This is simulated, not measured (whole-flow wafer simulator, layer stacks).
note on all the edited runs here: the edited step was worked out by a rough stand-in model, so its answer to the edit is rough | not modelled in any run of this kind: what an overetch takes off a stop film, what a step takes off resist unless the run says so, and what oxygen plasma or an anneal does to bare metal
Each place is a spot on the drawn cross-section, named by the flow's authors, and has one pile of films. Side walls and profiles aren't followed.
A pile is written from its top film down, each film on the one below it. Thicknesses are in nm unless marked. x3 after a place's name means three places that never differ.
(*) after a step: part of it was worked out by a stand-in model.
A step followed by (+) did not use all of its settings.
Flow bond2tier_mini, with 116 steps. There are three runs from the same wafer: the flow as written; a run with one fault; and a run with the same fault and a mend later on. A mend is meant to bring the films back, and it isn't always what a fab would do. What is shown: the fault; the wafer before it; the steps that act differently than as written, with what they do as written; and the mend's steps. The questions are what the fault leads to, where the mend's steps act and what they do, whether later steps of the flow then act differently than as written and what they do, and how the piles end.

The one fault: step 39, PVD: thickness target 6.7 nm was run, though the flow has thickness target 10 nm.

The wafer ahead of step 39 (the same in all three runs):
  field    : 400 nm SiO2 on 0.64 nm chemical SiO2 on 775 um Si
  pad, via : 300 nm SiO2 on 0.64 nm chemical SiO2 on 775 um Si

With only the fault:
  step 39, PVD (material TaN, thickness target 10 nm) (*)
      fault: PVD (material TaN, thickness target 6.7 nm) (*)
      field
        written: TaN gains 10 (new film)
        fault: TaN gains 6.7 (new film)
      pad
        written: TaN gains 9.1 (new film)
        fault: TaN gains 6.1 (new film)
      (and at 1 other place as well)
  Steps further on in the flow that do not act as written (not shown: 1 more step that differs only slightly, by at most 2% or 0.5 nm, whichever is larger):
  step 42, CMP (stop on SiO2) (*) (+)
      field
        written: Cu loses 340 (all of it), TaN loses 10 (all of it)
        fault: Cu loses 340 (all of it), TaN loses 6.7 (all of it)
  The piles end different from the flow's at pad by more than 2% or 0.5 nm, whichever is larger.
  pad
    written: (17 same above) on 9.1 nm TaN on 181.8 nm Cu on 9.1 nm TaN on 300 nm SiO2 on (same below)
    fault: (17 same above) on 9.1 nm TaN on 184.8 nm Cu on 6.1 nm TaN on 300 nm SiO2 on (same below)

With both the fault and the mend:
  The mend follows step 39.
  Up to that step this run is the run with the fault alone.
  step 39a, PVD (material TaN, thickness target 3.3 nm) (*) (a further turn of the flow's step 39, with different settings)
      field
        TaN gains 3.3
      pad
        TaN gains 3
      via
        TaN gains 3.29
  None of the later steps of the flow acts differently than as written at any place that is followed.
  By the end, the piles equal the flow's at every place that both follow.
